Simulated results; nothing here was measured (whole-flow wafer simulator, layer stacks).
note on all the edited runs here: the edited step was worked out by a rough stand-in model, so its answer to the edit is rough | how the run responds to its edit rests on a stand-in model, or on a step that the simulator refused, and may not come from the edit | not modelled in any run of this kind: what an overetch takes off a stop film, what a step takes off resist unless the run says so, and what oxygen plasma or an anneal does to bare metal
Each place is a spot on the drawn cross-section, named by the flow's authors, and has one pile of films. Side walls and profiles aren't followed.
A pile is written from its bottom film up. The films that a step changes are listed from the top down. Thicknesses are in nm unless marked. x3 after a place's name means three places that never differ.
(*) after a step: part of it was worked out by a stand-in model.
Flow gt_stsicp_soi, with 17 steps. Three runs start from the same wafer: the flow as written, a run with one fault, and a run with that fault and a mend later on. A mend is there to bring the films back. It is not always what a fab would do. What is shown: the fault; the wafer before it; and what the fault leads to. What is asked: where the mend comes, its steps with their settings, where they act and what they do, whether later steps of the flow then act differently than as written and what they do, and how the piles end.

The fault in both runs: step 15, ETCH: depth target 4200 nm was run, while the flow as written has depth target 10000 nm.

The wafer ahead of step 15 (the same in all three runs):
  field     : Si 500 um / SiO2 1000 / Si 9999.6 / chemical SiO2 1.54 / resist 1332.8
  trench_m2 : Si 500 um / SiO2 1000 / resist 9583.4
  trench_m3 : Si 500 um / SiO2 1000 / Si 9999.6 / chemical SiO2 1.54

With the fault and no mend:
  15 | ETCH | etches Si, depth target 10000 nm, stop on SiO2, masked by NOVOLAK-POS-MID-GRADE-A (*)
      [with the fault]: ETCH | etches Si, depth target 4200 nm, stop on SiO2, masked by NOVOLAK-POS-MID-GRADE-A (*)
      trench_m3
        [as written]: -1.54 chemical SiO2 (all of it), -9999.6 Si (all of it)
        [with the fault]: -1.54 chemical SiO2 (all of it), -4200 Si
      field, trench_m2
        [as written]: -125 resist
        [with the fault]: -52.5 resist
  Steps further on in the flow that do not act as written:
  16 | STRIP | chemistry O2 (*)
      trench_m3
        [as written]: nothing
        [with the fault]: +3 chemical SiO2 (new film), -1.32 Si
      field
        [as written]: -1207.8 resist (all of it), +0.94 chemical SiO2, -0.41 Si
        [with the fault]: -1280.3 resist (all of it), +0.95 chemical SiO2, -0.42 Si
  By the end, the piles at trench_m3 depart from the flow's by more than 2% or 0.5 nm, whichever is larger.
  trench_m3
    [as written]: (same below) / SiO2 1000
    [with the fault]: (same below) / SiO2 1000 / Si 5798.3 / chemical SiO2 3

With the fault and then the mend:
  After step 15 comes the mend.
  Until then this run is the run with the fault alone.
  15a | ETCH | etches Si, depth target 5800 nm, stop on SiO2, masked by NOVOLAK-POS-MID-GRADE-A (*) (the flow's step 15 again, with other settings)
      field, trench_m2
        -72.5 resist
      trench_m3
        -5799.6 Si (all of it)
  Every later step of the flow that is run acts as written at every place that is followed.
  By the end, the piles equal the flow's at every place that both follow.
